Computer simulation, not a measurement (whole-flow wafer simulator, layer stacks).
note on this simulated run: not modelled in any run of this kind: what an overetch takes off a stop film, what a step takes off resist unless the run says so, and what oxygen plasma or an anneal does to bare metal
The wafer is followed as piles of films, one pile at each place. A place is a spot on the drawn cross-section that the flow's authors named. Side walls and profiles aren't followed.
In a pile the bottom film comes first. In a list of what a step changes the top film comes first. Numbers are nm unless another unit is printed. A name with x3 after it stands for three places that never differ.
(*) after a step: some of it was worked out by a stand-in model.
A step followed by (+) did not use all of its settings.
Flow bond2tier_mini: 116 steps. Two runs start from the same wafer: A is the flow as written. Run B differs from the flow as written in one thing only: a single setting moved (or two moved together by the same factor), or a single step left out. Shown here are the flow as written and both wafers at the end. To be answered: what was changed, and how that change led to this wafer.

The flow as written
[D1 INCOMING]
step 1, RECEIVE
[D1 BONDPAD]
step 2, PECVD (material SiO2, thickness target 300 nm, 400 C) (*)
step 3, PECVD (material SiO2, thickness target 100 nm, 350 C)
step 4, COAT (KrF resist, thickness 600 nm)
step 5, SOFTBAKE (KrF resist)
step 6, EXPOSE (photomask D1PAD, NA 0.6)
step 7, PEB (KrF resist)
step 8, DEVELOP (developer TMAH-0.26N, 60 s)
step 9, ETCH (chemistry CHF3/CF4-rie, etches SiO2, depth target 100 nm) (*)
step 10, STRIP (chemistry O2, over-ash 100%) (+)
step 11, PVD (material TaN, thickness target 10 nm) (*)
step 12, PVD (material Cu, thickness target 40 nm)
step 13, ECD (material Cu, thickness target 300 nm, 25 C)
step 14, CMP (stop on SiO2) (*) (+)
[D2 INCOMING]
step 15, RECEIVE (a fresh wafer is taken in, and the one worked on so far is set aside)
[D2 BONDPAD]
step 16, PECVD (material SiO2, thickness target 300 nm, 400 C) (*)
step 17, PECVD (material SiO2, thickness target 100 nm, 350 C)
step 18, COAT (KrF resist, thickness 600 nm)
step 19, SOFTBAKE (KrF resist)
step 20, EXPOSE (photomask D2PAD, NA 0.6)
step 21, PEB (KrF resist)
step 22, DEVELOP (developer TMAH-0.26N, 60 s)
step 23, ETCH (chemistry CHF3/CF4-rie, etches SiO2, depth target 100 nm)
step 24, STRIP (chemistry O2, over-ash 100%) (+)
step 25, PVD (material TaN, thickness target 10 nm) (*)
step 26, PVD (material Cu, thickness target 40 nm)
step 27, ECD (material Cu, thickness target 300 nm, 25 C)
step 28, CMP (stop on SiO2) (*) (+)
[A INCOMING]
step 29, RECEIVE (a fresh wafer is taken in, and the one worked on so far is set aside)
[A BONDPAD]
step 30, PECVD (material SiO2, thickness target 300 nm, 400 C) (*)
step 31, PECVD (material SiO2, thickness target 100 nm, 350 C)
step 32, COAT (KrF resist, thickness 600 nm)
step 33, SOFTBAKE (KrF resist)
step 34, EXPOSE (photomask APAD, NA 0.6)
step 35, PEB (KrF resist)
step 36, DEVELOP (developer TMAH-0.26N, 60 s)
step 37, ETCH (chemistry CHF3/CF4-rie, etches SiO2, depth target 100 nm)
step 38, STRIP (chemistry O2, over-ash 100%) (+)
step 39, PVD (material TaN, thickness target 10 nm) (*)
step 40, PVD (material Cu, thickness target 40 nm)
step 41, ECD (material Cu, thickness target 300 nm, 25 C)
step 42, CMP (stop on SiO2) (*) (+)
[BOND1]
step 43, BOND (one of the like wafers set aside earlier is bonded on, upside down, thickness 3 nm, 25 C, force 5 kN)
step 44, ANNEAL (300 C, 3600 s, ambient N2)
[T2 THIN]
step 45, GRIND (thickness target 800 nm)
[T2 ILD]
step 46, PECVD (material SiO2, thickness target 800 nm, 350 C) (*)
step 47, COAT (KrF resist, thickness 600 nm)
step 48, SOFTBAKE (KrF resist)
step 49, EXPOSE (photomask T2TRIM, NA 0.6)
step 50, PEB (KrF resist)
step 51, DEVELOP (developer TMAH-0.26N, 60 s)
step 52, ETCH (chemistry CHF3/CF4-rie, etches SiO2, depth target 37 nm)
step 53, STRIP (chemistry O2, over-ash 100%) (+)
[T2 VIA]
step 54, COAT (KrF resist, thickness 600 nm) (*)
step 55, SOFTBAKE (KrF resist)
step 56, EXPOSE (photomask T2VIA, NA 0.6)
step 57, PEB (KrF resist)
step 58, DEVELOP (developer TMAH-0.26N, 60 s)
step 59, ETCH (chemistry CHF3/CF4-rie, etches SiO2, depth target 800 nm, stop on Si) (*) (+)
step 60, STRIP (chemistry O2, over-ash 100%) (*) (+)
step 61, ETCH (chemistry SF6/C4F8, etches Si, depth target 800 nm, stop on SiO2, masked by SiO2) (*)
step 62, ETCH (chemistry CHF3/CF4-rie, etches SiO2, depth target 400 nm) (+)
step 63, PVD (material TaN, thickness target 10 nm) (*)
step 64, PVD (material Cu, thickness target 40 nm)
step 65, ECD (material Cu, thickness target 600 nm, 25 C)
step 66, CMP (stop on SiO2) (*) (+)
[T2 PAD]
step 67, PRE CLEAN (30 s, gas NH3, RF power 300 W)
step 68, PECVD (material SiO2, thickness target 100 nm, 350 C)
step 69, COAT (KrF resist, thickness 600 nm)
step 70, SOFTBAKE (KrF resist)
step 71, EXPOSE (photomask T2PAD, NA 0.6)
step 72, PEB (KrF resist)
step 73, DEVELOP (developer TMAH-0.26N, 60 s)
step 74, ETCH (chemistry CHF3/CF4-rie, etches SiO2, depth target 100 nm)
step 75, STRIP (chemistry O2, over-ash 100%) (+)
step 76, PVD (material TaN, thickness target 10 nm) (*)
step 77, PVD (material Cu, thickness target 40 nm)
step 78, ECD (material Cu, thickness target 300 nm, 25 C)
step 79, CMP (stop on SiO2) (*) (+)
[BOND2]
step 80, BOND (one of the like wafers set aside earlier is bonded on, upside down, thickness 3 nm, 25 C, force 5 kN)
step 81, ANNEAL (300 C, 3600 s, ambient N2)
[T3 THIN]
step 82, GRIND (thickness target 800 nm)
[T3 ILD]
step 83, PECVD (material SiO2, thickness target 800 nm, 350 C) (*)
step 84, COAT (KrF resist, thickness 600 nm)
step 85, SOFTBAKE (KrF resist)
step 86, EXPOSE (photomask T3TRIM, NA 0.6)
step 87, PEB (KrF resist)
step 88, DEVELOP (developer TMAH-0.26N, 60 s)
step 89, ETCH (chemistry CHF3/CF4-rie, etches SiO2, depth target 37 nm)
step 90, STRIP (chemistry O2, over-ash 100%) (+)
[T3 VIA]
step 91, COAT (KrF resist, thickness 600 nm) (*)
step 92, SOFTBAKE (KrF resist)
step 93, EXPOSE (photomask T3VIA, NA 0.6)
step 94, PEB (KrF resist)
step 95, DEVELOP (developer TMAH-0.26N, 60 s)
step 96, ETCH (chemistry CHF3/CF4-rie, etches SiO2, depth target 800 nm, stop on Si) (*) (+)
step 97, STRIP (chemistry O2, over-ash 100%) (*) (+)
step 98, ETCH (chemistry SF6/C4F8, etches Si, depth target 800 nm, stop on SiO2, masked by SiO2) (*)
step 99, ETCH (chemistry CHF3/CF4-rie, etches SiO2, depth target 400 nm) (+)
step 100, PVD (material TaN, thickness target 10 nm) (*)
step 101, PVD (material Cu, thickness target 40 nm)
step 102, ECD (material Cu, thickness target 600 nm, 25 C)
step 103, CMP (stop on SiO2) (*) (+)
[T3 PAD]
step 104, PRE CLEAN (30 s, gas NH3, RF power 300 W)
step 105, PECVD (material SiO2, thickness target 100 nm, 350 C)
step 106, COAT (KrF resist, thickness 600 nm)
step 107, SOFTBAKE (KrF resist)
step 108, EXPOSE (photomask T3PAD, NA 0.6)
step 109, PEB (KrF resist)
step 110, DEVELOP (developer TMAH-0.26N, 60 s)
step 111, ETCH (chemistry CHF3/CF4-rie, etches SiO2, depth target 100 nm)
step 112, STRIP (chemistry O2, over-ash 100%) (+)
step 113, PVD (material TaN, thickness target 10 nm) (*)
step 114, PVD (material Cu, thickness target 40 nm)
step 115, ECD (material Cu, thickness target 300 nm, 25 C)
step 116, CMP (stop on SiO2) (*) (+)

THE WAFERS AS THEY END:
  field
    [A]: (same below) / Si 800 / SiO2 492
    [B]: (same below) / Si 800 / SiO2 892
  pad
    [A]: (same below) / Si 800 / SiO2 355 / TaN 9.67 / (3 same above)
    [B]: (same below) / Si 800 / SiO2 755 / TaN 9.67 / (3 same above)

The reason: step 99, ETCH: chemistry CHF3/CF4-rie, etches SiO2, depth target 400 nm (+), was skipped.

The path from the change to this, step by step:
  (no step that both runs have acts differently)
